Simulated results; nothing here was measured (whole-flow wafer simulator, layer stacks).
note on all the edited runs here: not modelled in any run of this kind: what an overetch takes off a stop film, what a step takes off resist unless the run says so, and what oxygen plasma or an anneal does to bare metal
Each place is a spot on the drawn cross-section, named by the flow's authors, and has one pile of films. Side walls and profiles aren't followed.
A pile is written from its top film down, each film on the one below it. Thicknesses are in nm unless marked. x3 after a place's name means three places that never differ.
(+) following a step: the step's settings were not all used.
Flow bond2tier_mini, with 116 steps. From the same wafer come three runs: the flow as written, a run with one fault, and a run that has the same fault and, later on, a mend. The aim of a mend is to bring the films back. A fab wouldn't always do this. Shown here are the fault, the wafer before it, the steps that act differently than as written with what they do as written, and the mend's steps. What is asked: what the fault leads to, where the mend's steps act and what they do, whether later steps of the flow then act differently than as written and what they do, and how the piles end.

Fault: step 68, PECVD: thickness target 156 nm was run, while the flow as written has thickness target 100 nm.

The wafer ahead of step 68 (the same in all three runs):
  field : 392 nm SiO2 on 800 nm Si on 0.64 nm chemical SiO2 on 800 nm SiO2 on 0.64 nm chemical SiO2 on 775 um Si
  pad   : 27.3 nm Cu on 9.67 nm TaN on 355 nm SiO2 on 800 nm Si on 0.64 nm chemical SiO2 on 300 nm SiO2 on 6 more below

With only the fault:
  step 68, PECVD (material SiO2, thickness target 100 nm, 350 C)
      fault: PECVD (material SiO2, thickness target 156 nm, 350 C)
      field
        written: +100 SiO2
        fault: +156 SiO2
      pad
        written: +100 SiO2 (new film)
        fault: +156 SiO2 (new film)
  Steps later in the flow that act otherwise than as written:
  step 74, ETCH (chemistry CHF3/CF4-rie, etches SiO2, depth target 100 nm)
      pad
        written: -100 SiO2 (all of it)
        fault: -100 SiO2
  At field, pad, the piles at the end differ from the flow's by more than 2% or 0.5 nm, whichever is larger.
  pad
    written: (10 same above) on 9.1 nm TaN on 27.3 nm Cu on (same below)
    fault: (10 same above) on 9.1 nm TaN on 56 nm SiO2 on 27.3 nm Cu on (same below)
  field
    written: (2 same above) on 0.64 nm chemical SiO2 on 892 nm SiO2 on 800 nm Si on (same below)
    fault: (2 same above) on 0.64 nm chemical SiO2 on 948 nm SiO2 on 800 nm Si on (same below)

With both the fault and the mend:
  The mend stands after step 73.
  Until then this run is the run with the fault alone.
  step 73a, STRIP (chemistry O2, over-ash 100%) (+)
      field
        -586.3 KrF resist (all of it)
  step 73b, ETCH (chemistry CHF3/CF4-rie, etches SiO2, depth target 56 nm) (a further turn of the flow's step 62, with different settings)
      field, pad
        -56 SiO2
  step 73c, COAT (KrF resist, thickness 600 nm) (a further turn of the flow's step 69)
      field, pad
        +600 KrF resist (new film)
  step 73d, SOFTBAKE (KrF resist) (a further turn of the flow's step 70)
      leaves every film unchanged at each place that is followed
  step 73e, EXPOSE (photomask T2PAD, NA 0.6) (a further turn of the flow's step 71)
      leaves every film unchanged at each place that is followed
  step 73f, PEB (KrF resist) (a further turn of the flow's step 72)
      leaves every film unchanged at each place that is followed
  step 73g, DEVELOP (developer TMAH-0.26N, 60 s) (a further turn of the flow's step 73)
      field
        -13.7 KrF resist
      pad
        -600 KrF resist (all of it)
  Later steps of the flow that are run all act as written at every place that is followed.
  At every place that both follow, the piles at the end match the flow's.
